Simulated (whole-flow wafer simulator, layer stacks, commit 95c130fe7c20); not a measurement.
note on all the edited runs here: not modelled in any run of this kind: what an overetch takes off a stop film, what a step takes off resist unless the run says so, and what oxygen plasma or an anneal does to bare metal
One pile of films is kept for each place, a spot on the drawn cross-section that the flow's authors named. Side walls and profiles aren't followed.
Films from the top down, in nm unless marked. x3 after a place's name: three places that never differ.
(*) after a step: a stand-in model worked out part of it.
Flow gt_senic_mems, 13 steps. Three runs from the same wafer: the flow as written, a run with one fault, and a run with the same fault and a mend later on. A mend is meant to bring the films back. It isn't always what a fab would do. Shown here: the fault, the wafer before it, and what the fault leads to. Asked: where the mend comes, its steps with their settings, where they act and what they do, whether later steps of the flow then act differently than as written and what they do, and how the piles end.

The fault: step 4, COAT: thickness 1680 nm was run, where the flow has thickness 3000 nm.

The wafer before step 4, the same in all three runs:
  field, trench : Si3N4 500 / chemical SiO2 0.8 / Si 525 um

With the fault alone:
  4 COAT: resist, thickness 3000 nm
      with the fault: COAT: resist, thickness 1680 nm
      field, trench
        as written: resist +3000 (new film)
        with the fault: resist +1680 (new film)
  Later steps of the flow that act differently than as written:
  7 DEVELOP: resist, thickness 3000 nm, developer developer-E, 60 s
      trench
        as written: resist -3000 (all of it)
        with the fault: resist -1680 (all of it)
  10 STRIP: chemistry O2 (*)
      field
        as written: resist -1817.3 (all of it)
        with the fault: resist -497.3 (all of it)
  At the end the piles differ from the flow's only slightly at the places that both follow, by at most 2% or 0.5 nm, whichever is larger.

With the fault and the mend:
  The mend comes after step 7.
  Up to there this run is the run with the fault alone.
  7a STRIP: chemistry O2 (*)
      field
        resist -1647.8 (all of it)
  7b HMDS (the flow's step 3 once more)
      changes no film at any place that is followed
  7c COAT: resist, thickness 3000 nm (the flow's step 4 once more)
      field, trench
        resist +3000 (new film)
  7d SOFTBAKE: resist (the flow's step 5 once more)
      changes no film at any place that is followed
  7e EXPOSE: photomask DEVICE, dose 108.9 mJ/cm2, wavelength 405 nm (*) (the flow's step 6 once more)
      changes no film at any place that is followed
  7f DEVELOP: resist, developer developer-E, 60 s (the flow's step 7 once more, with other settings)
      field
        resist -32.2
      trench
        resist -3000 (all of it)
  No later step of the flow acts differently than as written at any place that is followed.
  At the end the piles are the same as the flow's at every place that both follow.
